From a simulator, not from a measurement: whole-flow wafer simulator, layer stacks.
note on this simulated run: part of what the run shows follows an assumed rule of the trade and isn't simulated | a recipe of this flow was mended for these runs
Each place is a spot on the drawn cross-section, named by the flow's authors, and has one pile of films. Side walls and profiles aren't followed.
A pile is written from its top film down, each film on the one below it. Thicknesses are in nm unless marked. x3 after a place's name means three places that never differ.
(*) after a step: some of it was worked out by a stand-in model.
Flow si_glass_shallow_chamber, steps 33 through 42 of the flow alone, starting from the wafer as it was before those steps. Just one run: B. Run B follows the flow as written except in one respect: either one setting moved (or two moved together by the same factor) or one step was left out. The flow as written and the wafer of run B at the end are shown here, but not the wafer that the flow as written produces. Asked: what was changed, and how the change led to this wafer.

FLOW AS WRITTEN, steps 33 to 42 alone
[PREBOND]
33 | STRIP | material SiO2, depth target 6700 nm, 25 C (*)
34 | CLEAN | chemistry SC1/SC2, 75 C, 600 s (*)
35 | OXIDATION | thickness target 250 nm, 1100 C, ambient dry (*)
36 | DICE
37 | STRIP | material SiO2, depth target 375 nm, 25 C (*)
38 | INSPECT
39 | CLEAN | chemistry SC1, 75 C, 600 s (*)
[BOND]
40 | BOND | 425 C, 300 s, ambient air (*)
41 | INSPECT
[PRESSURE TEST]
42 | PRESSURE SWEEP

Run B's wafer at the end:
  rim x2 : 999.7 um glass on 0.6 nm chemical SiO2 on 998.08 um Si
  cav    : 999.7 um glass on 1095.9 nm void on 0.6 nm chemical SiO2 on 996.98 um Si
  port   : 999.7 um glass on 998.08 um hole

What caused this: step 35, OXIDATION: 1077 C was run, while the flow as written has 1100 C.

The path from the change to this, step by step:
  35 | OXIDATION | thickness target 250 nm, 1100 C, ambient dry (*)
      rim x2, cav, septum, ring: +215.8 SiO2 (new film), -0.6 chemical SiO2 (all of it), -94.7 Si (it would be, as written: +250 SiO2 (new film), -0.6 chemical SiO2 (all of it), -109.7 Si)
  37 | STRIP | material SiO2, depth target 375 nm, 25 C (*)
      rim x2, cav, septum, ring: -215.8 SiO2 (all of it) (it would be, as written: -250 SiO2 (all of it))
